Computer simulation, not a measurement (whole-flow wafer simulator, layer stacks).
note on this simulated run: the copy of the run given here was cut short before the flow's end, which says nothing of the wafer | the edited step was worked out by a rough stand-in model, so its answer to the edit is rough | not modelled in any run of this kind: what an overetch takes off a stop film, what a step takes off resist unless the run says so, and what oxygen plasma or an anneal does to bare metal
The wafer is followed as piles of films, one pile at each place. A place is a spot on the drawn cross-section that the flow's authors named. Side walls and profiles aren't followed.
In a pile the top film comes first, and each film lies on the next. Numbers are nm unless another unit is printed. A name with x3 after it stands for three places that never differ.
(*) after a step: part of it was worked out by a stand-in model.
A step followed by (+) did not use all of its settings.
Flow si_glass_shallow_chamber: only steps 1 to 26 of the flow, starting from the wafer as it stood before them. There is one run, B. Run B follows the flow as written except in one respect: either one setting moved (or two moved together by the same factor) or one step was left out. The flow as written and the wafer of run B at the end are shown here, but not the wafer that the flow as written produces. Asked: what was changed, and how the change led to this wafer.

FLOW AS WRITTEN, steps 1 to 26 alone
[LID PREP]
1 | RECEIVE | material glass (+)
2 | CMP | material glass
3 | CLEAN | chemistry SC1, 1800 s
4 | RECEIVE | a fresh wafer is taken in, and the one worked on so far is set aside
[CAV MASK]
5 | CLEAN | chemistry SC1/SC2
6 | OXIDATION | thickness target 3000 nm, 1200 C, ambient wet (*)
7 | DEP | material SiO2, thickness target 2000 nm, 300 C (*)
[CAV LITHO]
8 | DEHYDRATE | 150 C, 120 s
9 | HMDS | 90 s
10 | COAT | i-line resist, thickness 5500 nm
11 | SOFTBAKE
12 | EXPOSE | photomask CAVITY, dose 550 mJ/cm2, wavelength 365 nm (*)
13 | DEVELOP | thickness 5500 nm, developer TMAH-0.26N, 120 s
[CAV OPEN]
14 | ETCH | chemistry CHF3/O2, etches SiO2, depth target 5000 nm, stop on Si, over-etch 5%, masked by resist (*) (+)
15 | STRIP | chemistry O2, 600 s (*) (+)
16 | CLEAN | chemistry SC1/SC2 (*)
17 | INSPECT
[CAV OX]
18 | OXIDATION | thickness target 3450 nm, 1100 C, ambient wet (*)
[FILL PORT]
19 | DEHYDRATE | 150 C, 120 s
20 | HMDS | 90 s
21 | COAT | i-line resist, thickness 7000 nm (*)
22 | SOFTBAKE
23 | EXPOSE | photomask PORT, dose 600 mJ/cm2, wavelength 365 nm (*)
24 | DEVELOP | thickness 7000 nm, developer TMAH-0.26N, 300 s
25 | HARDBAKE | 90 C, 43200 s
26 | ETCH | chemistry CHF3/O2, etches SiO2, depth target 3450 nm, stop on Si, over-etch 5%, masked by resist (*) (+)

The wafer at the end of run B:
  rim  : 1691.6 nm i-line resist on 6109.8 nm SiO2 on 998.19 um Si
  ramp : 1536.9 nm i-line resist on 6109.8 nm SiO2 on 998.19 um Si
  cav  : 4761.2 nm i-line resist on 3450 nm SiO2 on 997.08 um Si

Cause: step 14, ETCH: over-etch 7.88% was run, though the flow has over-etch 5%.

Step by step, how the change led to this:
  14 | ETCH | chemistry CHF3/O2, etches SiO2, depth target 5000 nm, stop on Si, over-etch 5%, masked by resist (*) (+)
      rim, ramp, septum, ring: -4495 i-line resist (as written it would have been: -4375 i-line resist)
      cav, port: -5000 SiO2 (all of it), -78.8 Si (as written it would have been: -5000 SiO2 (all of it), -50 Si)
  15 | STRIP | chemistry O2, 600 s (*) (+)
      rim, ramp, septum, ring: -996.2 i-line resist (all of it) (as written it would have been: -1116.2 i-line resist (all of it))
